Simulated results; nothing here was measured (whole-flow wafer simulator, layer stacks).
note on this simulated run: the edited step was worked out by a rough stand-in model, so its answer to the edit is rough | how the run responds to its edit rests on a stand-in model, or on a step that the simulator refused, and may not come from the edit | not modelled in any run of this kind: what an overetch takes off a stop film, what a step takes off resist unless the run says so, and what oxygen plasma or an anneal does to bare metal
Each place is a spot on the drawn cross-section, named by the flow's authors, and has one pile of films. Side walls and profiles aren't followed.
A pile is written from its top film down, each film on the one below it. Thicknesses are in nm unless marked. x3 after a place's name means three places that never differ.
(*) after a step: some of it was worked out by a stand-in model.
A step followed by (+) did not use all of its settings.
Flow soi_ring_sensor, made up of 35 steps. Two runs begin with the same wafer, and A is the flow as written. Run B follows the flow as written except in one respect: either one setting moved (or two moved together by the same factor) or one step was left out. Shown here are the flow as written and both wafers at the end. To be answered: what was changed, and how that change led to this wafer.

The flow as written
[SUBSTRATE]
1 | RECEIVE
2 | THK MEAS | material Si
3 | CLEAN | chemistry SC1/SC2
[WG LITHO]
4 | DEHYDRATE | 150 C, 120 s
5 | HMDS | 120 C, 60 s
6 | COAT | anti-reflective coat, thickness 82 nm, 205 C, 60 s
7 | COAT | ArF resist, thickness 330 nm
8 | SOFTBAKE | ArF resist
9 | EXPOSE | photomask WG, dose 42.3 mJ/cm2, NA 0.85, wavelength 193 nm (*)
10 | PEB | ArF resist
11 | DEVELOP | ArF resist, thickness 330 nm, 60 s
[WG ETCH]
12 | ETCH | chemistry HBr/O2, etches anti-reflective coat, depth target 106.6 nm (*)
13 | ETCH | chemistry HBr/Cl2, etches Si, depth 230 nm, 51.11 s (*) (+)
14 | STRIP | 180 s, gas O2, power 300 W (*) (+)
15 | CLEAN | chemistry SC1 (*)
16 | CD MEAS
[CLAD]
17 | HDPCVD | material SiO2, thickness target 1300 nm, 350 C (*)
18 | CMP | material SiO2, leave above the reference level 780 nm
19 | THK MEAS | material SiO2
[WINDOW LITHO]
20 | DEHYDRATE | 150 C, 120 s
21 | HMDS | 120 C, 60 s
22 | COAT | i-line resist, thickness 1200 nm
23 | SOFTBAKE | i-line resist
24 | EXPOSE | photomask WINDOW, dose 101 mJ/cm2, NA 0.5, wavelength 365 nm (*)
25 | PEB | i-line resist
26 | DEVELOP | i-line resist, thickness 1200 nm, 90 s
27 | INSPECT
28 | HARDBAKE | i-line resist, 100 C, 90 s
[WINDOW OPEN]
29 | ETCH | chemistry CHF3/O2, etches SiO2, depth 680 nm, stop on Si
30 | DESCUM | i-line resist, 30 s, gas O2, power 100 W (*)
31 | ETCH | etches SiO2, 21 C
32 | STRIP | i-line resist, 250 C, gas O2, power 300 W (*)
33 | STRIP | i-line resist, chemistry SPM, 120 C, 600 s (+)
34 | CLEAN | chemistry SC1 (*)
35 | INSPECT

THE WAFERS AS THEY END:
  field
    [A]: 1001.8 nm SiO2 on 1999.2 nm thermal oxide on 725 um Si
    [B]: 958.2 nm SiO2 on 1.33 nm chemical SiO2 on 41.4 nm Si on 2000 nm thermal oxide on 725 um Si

The reason: step 13, ETCH: depth 178 nm was run, whereas the flow has depth 230 nm; step 13, ETCH: 39.61 s was run, where the flow has 51.11 s.

The path from the change to this, step by step:
  13 | ETCH | chemistry HBr/Cl2, etches Si, depth 230 nm, 51.11 s (*) (+)
      gap, window, field, gap_clad: A -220 Si (all of it), -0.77 thermal oxide | B -178 Si
      core, core_clad: A -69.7 ArF resist | B -54 ArF resist
  14 | STRIP | 180 s, gas O2, power 300 W (*) (+)
      gap, window, field, gap_clad: A nothing | B +1.33 chemical SiO2 (new film), -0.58 Si
      core, core_clad: A -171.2 ArF resist (all of it), -82 anti-reflective coat (all of it), +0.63 chemical SiO2, -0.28 Si | B -186.9 ArF resist (all of it), -82 anti-reflective coat (all of it), +0.62 chemical SiO2, -0.27 Si
  18 | CMP | material SiO2, leave above the reference level 780 nm
      gap, window, field, gap_clad: A -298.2 SiO2 | B -341.8 SiO2
